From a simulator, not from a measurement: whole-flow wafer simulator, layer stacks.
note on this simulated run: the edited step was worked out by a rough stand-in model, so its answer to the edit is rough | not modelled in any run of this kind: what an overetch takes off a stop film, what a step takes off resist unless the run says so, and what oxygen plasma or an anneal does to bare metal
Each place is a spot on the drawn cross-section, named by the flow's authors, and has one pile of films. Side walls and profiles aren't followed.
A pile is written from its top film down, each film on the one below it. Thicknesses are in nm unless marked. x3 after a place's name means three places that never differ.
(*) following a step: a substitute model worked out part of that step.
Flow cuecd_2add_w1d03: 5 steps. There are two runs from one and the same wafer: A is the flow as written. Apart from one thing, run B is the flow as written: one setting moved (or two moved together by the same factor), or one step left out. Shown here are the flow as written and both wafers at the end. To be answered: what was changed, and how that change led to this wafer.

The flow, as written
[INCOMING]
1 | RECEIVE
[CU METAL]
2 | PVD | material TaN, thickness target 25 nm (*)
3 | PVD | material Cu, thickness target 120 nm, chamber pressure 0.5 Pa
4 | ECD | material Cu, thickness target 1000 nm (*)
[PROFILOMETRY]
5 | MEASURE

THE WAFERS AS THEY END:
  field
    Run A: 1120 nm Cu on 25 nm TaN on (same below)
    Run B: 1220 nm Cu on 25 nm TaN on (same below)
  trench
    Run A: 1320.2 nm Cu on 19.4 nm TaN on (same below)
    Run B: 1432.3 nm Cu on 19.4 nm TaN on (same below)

The reason: step 4, ECD: thickness target 1100 nm was run, though the flow has thickness target 1000 nm.

How this came from the change, step by step:
  4 | ECD | material Cu, thickness target 1000 nm (*)
      field: A +1000 Cu | B +1100 Cu
      trench: A +1226.8 Cu | B +1338.9 Cu
